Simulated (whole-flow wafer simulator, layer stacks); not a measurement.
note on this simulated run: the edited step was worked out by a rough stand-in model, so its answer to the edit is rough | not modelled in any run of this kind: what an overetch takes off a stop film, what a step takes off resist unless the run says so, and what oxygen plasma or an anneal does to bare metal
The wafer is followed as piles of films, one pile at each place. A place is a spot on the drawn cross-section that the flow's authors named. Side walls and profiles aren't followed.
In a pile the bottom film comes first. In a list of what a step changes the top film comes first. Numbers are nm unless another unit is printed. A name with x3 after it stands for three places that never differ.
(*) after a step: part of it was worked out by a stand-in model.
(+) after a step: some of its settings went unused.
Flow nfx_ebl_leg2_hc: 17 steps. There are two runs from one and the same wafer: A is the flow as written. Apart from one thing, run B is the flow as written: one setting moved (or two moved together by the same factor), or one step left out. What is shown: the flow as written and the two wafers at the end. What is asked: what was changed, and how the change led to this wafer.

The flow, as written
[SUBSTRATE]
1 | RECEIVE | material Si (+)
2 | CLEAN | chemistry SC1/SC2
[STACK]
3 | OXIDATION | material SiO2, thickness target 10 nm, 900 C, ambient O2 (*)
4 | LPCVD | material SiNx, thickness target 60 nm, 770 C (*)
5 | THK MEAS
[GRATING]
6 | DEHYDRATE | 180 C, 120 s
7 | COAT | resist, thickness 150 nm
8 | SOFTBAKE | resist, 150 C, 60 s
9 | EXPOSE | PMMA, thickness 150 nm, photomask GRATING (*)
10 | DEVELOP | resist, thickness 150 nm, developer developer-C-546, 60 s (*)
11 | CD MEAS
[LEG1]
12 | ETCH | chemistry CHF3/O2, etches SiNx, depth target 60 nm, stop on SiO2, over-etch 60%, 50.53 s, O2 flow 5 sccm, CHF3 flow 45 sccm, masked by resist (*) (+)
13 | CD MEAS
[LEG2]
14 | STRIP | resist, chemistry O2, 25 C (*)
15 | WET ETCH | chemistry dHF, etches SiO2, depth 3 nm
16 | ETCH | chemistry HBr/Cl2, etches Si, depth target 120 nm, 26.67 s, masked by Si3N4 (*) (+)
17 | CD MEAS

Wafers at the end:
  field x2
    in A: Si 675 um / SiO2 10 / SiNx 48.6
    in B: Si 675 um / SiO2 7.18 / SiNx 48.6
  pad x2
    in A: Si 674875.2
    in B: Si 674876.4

What caused this: step 3, OXIDATION: 865 C was run, whereas the flow has 900 C.

The path from the change to this, step by step:
  3 | OXIDATION | material SiO2, thickness target 10 nm, 900 C, ambient O2 (*)
      field x2, pad x2: A +10 SiO2 (new film), -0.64 chemical SiO2 (all of it), -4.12 Si | B +7.18 SiO2 (new film), -0.64 chemical SiO2 (all of it), -2.88 Si
  12 | ETCH | chemistry CHF3/O2, etches SiNx, depth target 60 nm, stop on SiO2, over-etch 60%, 50.53 s, O2 flow 5 sccm, CHF3 flow 45 sccm, masked by resist (*) (+)
      pad x2: A -60 SiNx (all of it), -10 SiO2 (all of it) | B -60 SiNx (all of it), -7.18 SiO2 (all of it)
